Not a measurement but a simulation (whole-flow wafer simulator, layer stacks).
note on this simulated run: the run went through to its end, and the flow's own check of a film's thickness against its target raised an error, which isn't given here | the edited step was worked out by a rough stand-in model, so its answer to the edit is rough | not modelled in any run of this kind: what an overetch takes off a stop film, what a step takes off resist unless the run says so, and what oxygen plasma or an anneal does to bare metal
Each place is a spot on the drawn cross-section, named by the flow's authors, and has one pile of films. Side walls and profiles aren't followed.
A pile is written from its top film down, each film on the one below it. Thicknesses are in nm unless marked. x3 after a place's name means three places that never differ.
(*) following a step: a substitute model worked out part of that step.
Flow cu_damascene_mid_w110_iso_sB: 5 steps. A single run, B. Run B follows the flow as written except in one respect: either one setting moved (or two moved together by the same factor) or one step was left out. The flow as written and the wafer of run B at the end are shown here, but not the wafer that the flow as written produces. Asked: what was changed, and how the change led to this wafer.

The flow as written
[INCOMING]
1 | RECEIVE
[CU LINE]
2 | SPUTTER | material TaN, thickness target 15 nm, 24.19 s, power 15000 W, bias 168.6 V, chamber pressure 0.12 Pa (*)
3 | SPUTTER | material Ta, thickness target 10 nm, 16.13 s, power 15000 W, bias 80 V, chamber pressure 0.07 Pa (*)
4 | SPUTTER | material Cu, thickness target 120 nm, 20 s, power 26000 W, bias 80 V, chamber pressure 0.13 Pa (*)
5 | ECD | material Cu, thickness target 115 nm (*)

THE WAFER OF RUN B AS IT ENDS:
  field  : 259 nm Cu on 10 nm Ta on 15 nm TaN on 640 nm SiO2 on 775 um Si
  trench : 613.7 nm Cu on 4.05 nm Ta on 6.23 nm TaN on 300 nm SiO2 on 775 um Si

The reason: step 4, SPUTTER: thickness target 144 nm was run, though the flow has thickness target 120 nm.

How this came from the change, step by step:
  4 | SPUTTER | material Cu, thickness target 120 nm, 20 s, power 26000 W, bias 80 V, chamber pressure 0.13 Pa (*)
      field: +144 Cu (new film) (it would be, as written: +120 Cu (new film))
      trench: +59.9 Cu (new film) (it would be, as written: +49.9 Cu (new film))
  5 | ECD | material Cu, thickness target 115 nm (*)
      trench: +553.8 Cu (it would be, as written: +539.8 Cu)
